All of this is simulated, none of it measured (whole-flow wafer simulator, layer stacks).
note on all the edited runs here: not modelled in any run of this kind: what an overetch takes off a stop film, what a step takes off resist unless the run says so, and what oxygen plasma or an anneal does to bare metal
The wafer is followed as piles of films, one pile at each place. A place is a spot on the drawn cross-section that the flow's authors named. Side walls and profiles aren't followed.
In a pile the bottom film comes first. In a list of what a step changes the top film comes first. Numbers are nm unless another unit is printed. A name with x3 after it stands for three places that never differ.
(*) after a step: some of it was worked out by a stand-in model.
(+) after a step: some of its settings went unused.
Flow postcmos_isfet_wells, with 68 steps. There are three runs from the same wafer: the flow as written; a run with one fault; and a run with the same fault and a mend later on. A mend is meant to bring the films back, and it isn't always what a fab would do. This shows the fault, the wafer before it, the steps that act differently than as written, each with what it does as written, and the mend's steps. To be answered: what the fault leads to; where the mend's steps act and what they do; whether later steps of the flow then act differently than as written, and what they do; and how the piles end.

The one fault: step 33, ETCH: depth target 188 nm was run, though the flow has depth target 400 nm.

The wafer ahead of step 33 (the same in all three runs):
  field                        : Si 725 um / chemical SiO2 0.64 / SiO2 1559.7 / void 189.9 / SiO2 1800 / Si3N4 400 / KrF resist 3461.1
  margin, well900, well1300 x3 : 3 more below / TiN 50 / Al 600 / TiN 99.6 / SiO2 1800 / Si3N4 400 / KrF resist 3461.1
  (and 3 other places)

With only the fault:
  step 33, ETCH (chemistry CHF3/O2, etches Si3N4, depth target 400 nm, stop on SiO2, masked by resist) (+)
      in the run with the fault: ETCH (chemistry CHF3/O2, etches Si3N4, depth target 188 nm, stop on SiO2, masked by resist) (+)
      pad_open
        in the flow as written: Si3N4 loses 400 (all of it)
        in the run with the fault: Si3N4 loses 188
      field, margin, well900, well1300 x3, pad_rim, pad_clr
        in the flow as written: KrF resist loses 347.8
        in the run with the fault: KrF resist loses 163.5
  Steps later in the flow that act otherwise than as written (2 more steps, not shown, differ only slightly: by at most 2% or 0.5 nm, whichever is larger):
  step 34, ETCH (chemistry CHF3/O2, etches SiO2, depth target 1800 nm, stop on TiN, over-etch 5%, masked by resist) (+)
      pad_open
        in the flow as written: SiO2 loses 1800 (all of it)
        in the run with the fault: Si3N4 loses 212 (all of it), SiO2 loses 1577.4
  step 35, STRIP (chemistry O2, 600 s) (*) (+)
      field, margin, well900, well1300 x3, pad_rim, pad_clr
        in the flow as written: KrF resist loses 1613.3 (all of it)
        in the run with the fault: KrF resist loses 1797.7 (all of it)
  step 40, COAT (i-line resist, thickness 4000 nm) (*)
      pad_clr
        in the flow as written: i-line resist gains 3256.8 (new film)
        in the run with the fault: i-line resist gains 3326.5 (new film)
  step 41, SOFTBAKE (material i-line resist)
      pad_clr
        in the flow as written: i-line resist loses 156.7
        in the run with the fault: i-line resist loses 134.6
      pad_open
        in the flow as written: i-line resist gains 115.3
        in the run with the fault: i-line resist gains 105.4
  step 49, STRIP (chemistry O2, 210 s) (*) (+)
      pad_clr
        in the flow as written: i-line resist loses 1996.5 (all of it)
        in the run with the fault: i-line resist loses 2088.2 (all of it)
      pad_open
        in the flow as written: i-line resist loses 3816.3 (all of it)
        in the run with the fault: i-line resist loses 3726.5 (all of it)
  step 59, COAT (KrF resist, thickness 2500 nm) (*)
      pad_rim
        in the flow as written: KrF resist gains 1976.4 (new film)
        in the run with the fault: KrF resist gains 2027.1 (new film)
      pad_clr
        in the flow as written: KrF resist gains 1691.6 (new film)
        in the run with the fault: KrF resist gains 1766.5 (new film)
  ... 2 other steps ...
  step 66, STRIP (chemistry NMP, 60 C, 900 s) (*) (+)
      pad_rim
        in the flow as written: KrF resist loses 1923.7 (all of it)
        in the run with the fault: KrF resist loses 1973.9 (all of it)
  At pad_open, the piles at the end differ from the flow's by more than 2% or 0.5 nm, whichever is larger.
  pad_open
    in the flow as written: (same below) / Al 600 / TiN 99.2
    in the run with the fault: (same below) / Al 600 / TiN 99.6 / SiO2 222.6

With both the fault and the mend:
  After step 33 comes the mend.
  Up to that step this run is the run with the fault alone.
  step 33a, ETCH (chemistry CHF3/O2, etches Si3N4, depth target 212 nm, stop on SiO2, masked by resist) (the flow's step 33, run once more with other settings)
      field, margin, well900, well1300 x3, pad_rim, pad_clr
        KrF resist loses 184.3
      pad_open
        Si3N4 loses 212 (all of it)
  Later steps of the flow that are run all act as written at every place that is followed.
  By the end, the piles equal the flow's at every place that both follow.
